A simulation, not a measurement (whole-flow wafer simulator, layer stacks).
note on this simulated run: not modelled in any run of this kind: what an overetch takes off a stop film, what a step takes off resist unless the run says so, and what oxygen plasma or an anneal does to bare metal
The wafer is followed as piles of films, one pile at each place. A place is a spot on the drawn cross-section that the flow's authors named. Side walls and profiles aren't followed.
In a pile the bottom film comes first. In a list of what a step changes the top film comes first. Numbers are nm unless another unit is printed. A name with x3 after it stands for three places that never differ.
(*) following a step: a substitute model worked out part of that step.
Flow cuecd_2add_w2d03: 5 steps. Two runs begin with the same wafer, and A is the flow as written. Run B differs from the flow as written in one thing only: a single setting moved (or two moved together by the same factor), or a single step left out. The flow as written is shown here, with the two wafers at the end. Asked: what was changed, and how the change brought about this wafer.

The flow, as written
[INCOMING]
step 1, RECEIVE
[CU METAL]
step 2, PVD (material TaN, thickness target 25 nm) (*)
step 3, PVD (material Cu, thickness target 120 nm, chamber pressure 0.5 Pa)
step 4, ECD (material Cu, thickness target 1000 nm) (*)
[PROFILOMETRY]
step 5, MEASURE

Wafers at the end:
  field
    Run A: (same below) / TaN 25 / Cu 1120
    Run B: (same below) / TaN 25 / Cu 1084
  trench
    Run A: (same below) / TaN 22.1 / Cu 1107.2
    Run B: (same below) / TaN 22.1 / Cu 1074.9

The reason: step 3, PVD: thickness target 84 nm was run, though the flow has thickness target 120 nm.

The path from the change to this, step by step:
  step 3, PVD (material Cu, thickness target 120 nm, chamber pressure 0.5 Pa)
      field: A Cu gains 120 (new film) | B Cu gains 84 (new film)
      trench: A Cu gains 107.2 (new film) | B Cu gains 74.9 (new film)
